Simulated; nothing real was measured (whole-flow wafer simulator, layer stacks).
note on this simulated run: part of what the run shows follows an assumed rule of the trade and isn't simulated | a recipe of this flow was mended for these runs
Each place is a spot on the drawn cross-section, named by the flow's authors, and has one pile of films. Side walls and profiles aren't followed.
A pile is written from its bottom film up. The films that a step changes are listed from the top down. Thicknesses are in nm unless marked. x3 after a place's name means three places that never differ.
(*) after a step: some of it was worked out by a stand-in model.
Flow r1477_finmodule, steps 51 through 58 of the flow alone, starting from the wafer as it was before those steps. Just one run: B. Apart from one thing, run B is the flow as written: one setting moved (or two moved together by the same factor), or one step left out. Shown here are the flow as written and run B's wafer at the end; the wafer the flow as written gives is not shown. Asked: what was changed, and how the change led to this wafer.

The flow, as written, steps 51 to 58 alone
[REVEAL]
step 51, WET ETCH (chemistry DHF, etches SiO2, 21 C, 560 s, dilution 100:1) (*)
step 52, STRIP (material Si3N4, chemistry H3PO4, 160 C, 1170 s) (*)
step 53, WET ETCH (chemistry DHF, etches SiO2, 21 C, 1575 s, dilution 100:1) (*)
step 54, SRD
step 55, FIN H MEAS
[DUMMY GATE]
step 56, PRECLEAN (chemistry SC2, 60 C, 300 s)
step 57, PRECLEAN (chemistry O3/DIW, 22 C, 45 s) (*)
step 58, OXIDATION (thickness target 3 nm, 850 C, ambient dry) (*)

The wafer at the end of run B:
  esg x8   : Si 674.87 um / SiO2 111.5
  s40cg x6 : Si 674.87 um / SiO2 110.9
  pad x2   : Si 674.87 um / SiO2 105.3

What caused this: step 53, WET ETCH: 945 s was run, while the flow as written has 1575 s.

Step by step, how the change led to this:
  step 53, WET ETCH (chemistry DHF, etches SiO2, 21 C, 1575 s, dilution 100:1) (*)
      esg x8, s40cg x6, s40sg x6: -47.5 SiO2 (as written it would have been: -79.1 SiO2)
      pad x2: -51.4 SiO2 (as written it would have been: -85.7 SiO2)
